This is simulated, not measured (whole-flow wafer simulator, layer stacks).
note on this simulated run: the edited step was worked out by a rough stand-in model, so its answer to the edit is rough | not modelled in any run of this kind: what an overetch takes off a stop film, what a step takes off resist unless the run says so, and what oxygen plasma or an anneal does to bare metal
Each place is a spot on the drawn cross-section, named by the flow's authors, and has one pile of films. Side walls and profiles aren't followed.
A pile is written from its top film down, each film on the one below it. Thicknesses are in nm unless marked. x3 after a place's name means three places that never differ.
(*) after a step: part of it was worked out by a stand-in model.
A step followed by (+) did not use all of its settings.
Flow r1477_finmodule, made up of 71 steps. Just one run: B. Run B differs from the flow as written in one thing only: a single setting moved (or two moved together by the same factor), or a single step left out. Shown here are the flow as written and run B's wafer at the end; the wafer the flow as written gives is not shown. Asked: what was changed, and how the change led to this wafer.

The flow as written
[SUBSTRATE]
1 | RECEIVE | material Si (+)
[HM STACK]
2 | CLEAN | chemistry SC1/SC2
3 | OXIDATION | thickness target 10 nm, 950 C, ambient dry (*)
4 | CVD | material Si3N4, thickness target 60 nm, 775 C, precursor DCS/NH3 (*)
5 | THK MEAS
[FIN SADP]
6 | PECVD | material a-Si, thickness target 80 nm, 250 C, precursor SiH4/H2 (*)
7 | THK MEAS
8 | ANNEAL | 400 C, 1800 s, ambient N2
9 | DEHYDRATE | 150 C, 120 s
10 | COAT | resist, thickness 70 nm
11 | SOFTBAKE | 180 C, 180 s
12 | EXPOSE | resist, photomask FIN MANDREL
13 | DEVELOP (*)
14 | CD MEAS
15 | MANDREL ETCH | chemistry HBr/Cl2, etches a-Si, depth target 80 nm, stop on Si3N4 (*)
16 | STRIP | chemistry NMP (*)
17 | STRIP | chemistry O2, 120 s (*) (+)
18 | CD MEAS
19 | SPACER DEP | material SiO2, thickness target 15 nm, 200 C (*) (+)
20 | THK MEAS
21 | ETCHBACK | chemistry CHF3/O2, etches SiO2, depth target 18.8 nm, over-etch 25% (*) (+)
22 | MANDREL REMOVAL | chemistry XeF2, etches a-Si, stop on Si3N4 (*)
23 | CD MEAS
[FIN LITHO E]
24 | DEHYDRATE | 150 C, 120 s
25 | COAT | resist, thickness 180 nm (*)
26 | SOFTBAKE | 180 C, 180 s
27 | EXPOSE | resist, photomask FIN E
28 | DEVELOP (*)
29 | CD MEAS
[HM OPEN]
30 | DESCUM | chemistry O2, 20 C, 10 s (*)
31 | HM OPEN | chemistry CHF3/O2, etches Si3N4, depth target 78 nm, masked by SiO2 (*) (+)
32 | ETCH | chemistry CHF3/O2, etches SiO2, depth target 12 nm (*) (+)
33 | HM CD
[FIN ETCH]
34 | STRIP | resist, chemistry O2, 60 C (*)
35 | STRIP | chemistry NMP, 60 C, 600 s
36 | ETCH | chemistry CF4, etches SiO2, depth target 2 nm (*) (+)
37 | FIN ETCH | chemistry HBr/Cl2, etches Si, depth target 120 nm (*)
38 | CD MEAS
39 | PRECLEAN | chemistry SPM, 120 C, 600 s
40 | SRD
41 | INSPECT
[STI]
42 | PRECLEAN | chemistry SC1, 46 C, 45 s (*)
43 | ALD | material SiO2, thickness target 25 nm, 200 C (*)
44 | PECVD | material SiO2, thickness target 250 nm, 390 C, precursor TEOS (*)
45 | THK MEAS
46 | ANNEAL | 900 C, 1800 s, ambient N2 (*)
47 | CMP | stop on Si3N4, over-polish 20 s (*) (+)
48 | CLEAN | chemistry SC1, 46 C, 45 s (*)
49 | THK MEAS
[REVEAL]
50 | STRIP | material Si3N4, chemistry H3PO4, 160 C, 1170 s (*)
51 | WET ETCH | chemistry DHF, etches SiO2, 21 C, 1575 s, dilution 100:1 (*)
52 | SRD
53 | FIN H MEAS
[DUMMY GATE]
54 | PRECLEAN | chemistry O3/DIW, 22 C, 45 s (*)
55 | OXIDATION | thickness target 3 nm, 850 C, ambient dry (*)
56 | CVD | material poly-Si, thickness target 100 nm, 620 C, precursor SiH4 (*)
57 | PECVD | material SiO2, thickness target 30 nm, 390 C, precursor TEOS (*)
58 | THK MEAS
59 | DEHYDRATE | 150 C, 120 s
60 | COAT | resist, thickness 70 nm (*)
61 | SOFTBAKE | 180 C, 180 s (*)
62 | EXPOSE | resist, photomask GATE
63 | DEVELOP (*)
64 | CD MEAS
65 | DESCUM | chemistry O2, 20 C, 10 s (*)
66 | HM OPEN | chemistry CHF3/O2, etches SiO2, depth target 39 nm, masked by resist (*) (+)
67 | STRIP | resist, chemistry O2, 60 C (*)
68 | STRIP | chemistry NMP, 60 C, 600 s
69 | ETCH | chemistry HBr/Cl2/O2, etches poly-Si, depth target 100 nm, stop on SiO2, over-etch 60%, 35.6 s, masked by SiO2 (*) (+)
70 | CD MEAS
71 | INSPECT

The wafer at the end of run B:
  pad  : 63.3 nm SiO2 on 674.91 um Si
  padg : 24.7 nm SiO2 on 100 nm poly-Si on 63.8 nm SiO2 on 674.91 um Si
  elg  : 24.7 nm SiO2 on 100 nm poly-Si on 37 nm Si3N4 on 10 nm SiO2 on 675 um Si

Cause: step 37, FIN ETCH: depth target 80.4 nm was run, whereas the flow has depth target 120 nm.

Step by step, how the change led to this:
  37 | FIN ETCH | chemistry HBr/Cl2, etches Si, depth target 120 nm (*)
      pad, padg, esg and 19 more: Si loses 80.4 (in the flow as written it would be: Si loses 120)
      elg, e40lg, e100lg, e200lg, elo, e40lo, e100lo, e200lo: Si3N4 loses 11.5 (in the flow as written it would be: Si3N4 loses 17.1)
      (also at 6 further places)
  43 | ALD | material SiO2, thickness target 25 nm, 200 C (*)
      s40cg, s45cg, s50cg, s40co, s45co, s50co: SiO2 gains 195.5 (new film) (in the flow as written it would be: SiO2 gains 232.1 (new film))
      esg: SiO2 gains 160.3 (new film) (in the flow as written it would be: SiO2 gains 194.3 (new film))
  47 | CMP | stop on Si3N4, over-polish 20 s (*) (+)
      pad, padg, e40sg and 11 more: SiO2 loses 111.4 (in the flow as written it would be: SiO2 loses 71.8)
      elg, esg, e40lg and 6 more: SiO2 loses 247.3 (in the flow as written it would be: SiO2 loses 241.6)
      (also at 1 further place)
  51 | WET ETCH | chemistry DHF, etches SiO2, 21 C, 1575 s, dilution 100:1 (*)
      elg, e40lg, e100lg, e200lg, elo, e40lo, e100lo, e200lo: SiO2 loses 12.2 (all of it), Si3N4 loses 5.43 (in the flow as written it would be: SiO2 loses 17.8 (all of it), Si3N4 loses 4.97)
  56 | CVD | material poly-Si, thickness target 100 nm, 620 C, precursor SiH4 (*)
      esg: poly-Si gains 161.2 (new film) (in the flow as written it would be: poly-Si gains 156 (new film))
  60 | COAT | resist, thickness 70 nm (*)
      e40sg, eso, e40so: resist gains 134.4 (new film) (in the flow as written it would be: resist gains 129.5 (new film))
      e100sg, e100so: resist gains 134.3 (new film) (in the flow as written it would be: resist gains 129.4 (new film))
      (also at 2 further places)
  63 | DEVELOP (*)
      eso, e40so: resist loses 134.4 (all of it) (in the flow as written it would be: resist loses 129.5 (all of it))
      e100so: resist loses 134.3 (all of it) (in the flow as written it would be: resist loses 129.4 (all of it))
      (also at 1 further place)
  67 | STRIP | resist, chemistry O2, 60 C (*)
      e40sg: resist loses 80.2 (all of it) (in the flow as written it would be: resist loses 75.4 (all of it))
      e100sg: resist loses 80.2 (all of it) (in the flow as written it would be: resist loses 75.3 (all of it))
      (also at 1 further place)
